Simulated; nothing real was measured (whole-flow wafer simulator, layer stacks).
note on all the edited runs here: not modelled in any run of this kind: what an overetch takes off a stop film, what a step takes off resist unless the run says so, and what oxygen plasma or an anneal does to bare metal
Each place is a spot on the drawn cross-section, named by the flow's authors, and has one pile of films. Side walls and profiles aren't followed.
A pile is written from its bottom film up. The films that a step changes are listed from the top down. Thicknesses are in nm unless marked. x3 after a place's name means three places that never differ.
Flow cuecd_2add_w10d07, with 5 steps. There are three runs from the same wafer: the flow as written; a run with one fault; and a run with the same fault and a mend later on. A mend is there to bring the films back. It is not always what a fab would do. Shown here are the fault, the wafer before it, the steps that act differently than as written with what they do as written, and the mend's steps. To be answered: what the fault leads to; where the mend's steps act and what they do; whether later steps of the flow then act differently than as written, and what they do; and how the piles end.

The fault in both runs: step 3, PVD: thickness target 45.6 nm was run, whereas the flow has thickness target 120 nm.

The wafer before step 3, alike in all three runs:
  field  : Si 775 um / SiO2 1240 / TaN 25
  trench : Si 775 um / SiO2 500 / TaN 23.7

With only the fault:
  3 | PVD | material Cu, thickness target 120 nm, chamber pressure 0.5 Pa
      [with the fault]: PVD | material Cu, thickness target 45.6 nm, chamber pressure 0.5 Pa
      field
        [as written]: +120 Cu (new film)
        [with the fault]: +45.6 Cu (new film)
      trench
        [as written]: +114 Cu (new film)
        [with the fault]: +43.2 Cu (new film)
  Every later step of the flow that is run acts as written at every place that is followed.
  By the end, the piles at field, trench depart from the flow's by more than 2% or 0.5 nm, whichever is larger.
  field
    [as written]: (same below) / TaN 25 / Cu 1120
    [with the fault]: (same below) / TaN 25 / Cu 1045.6
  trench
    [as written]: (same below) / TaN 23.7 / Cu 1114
    [with the fault]: (same below) / TaN 23.7 / Cu 1043.2

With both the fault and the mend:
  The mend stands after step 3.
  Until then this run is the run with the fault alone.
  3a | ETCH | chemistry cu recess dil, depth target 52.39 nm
      field
        -45.6 Cu (all of it)
      trench
        -43.2 Cu (all of it)
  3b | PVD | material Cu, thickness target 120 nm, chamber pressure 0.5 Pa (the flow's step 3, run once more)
      field
        +120 Cu (new film)
      trench
        +114 Cu (new film)
  Every later step of the flow that is run acts as written at every place that is followed.
  The piles end the same as the flow's at every place that both follow.
